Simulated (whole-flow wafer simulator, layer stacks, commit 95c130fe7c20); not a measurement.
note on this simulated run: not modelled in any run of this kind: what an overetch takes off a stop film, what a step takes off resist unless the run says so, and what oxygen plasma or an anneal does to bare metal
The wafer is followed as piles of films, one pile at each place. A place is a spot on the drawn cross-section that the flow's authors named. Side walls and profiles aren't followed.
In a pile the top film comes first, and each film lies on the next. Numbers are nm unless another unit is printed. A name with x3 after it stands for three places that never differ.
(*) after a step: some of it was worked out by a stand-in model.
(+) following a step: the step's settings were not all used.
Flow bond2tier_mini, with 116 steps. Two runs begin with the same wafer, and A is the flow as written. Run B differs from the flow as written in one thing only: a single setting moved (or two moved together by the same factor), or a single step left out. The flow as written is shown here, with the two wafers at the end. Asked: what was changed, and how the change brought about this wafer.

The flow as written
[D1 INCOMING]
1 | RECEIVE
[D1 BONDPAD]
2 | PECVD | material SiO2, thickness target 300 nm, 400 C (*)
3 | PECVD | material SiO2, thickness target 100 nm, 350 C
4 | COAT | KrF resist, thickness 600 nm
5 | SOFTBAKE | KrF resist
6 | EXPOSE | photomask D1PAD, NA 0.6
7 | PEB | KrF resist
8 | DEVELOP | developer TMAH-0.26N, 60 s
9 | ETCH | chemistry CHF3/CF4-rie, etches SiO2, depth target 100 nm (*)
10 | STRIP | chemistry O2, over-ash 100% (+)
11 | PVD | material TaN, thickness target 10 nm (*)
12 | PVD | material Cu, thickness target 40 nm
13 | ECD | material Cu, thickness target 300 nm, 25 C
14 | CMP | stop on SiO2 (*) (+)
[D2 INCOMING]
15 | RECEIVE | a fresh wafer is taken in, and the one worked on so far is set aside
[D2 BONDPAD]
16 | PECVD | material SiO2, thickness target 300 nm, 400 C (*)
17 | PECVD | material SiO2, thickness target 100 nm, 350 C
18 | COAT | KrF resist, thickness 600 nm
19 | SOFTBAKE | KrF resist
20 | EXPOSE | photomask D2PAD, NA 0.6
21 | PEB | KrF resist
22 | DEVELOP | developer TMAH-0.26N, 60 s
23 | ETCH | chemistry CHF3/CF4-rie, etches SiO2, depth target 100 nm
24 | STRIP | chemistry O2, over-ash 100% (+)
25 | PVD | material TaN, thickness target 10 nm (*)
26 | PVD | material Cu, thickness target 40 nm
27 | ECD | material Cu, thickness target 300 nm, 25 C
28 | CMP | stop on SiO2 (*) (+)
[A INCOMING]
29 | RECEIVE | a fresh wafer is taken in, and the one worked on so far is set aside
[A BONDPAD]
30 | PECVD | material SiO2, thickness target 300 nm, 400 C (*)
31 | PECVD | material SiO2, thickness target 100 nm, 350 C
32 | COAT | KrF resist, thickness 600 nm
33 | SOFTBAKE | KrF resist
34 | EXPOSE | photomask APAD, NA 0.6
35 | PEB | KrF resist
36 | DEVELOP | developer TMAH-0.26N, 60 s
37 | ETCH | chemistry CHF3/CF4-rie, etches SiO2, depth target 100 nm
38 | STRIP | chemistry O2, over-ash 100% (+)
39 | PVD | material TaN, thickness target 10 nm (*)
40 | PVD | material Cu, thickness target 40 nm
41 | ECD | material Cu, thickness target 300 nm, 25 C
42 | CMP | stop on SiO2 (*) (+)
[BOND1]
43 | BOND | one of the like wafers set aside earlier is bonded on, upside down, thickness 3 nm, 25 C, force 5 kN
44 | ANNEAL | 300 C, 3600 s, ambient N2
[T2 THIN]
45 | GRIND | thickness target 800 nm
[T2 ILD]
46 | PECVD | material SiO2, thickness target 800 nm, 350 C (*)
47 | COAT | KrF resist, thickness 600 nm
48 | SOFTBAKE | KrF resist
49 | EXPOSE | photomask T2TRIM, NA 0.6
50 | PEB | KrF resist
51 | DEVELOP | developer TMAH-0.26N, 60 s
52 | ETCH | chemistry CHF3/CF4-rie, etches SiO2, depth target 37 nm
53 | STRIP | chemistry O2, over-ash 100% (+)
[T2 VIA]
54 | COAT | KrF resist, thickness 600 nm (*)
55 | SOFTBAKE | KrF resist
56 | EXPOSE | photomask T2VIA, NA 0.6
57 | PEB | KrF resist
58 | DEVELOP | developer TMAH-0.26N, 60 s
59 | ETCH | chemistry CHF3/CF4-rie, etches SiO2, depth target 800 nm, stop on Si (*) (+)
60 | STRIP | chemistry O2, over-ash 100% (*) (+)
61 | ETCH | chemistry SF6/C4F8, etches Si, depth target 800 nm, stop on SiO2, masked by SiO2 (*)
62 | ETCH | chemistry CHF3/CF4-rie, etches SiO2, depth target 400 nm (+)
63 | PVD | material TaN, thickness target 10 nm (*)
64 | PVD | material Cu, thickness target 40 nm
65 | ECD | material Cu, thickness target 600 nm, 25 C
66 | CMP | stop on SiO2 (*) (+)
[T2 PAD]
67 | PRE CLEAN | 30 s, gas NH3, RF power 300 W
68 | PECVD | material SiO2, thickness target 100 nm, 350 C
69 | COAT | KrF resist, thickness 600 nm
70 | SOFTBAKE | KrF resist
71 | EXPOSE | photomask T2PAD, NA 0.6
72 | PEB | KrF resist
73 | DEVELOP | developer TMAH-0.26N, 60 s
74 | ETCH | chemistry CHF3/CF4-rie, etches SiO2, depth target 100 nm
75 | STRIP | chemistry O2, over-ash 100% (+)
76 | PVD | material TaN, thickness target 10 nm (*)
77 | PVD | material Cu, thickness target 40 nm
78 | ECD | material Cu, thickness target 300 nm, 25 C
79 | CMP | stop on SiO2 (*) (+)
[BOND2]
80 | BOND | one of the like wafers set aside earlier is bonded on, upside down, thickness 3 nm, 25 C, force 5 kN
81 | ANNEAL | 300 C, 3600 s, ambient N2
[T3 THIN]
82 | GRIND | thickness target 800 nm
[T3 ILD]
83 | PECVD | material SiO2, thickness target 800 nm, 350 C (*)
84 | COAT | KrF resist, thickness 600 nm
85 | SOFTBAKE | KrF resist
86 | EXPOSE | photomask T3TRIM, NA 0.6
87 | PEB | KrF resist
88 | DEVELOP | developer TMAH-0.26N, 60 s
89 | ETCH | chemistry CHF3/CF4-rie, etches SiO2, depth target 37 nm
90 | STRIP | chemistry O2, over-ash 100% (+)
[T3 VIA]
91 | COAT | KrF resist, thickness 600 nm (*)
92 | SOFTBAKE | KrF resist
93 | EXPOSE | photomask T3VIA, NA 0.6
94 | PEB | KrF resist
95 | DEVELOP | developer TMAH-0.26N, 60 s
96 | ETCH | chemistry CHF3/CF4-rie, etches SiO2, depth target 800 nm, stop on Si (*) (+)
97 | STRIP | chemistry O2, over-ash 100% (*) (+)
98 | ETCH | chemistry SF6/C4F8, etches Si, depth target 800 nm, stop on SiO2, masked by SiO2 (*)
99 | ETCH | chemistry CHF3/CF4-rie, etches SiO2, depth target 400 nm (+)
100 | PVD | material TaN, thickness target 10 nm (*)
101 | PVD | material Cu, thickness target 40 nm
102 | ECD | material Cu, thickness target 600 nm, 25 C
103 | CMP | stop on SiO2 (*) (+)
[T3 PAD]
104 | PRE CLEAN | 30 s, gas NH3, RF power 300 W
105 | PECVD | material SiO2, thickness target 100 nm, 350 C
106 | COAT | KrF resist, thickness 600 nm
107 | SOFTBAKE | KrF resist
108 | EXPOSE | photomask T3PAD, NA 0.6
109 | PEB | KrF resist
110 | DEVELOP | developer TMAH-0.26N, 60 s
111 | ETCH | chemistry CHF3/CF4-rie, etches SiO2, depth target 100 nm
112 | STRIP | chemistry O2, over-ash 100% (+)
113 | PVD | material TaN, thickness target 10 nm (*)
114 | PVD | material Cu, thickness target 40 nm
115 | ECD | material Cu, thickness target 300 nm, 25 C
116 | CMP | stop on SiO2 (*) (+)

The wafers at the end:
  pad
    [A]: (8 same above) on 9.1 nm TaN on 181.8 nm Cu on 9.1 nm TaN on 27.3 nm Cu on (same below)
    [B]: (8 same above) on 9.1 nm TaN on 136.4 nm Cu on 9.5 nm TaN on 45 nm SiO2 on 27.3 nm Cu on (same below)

What caused this: step 74, ETCH: depth target 55 nm was run, though the flow has depth target 100 nm.

Step by step, how the change led to this:
  74 | ETCH | chemistry CHF3/CF4-rie, etches SiO2, depth target 100 nm
      pad: A SiO2 loses 100 (all of it) | B SiO2 loses 55
      field: A KrF resist loses 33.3 | B KrF resist loses 18.3
  75 | STRIP | chemistry O2, over-ash 100% (+)
      field: A KrF resist loses 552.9 (all of it) | B KrF resist loses 567.9 (all of it)
  77 | PVD | material Cu, thickness target 40 nm
      pad: A Cu gains 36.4 (new film) | B Cu gains 38 (new film)
  78 | ECD | material Cu, thickness target 300 nm, 25 C
      pad: A Cu gains 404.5 | B Cu gains 357.5
If metal films that touch count as one body, pad has 4 bodies (between them, from the top down: SiO2 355 / Si 800 / chemical SiO2 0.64 / SiO2 300; SiO2 45; SiO2 355 / Si 800 / chemical SiO2 0.64 / SiO2 300); the flow as written gives 3 bodies (between them, from the top down: SiO2 355 / Si 800 / chemical SiO2 0.64 / SiO2 300; SiO2 355 / Si 800 / chemical SiO2 0.64 / SiO2 300).
